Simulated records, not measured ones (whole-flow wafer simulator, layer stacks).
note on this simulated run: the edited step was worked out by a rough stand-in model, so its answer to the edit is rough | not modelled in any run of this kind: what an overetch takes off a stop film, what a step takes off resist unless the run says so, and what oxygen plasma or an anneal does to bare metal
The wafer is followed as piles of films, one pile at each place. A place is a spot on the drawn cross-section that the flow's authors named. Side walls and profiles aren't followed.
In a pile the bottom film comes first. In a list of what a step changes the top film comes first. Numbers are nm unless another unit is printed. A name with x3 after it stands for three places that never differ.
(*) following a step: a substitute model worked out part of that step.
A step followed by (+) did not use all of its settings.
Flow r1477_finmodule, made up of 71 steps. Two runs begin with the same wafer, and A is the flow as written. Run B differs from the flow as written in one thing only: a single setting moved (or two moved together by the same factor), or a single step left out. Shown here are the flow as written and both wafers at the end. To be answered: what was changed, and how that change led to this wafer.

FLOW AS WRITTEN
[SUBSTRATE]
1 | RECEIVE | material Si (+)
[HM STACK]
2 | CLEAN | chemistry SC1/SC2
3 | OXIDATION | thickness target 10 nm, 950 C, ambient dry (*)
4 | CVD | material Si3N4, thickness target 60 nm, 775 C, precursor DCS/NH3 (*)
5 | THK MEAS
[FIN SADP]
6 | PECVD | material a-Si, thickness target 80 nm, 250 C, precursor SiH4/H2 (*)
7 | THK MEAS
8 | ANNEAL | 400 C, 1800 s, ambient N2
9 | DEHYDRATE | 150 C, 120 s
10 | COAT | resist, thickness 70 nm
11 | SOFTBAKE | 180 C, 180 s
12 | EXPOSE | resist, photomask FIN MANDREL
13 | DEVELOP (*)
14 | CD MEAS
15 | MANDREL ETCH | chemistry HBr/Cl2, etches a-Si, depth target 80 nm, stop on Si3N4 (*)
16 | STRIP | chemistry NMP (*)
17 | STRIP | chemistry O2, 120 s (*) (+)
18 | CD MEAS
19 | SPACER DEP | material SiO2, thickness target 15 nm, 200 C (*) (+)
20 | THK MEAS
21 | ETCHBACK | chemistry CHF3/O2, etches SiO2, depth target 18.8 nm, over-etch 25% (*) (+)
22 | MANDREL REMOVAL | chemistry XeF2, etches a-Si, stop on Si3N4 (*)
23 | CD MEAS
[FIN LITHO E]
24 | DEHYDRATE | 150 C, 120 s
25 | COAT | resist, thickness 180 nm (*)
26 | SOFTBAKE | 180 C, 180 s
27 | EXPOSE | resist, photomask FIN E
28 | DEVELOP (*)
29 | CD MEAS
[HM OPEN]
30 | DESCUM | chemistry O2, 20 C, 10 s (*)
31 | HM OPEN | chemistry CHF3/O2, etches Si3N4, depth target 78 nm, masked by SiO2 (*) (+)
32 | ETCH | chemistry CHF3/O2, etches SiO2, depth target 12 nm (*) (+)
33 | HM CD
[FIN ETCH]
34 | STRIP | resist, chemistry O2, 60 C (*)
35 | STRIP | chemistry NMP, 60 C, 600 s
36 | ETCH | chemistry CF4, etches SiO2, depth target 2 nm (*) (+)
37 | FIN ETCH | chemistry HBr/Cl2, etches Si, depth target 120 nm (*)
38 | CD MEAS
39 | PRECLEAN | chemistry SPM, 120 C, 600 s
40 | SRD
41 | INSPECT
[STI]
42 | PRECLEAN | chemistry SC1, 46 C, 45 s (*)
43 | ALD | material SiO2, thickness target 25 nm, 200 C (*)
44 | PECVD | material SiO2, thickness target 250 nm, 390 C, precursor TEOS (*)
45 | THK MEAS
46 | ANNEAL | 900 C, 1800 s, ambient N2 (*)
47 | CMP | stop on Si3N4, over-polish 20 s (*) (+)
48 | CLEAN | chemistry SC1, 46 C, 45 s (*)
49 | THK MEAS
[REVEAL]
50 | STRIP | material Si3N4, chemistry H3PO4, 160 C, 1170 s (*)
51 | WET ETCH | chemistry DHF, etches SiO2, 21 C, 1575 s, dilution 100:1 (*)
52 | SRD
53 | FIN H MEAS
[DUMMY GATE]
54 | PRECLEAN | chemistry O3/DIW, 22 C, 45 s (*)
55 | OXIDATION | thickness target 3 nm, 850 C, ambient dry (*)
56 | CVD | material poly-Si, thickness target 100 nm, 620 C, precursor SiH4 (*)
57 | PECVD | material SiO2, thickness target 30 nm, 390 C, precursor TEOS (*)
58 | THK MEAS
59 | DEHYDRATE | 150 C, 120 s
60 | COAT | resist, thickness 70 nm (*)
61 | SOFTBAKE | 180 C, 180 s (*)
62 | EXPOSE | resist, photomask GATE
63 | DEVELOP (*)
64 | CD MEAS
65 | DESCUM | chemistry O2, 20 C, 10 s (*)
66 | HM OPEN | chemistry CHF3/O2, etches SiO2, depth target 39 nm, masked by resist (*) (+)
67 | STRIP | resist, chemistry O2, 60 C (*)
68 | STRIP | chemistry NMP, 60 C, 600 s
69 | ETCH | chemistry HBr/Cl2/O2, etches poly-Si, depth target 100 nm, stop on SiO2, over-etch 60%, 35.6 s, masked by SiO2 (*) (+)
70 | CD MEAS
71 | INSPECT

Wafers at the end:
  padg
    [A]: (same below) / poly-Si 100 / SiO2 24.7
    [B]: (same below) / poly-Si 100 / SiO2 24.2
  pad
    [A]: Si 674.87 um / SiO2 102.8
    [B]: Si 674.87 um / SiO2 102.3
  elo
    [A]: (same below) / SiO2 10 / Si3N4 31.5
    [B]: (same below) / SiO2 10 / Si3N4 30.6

What caused this: step 69, ETCH: depth target 110 nm was run, whereas the flow has depth target 100 nm.

Step by step, how the change led to this:
  69 | ETCH | chemistry HBr/Cl2/O2, etches poly-Si, depth target 100 nm, stop on SiO2, over-etch 60%, 35.6 s, masked by SiO2 (*) (+)
      padg, elg, esg and 15 more: A SiO2 loses 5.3 | B SiO2 loses 5.83
      pad, eso, e40so and 8 more: A chemical SiO2 loses 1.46 (all of it), poly-Si loses 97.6 (all of it), SiO2 loses 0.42 | B chemical SiO2 loses 1.46 (all of it), poly-Si loses 97.6 (all of it), SiO2 loses 0.95
      (also at 4 further places)
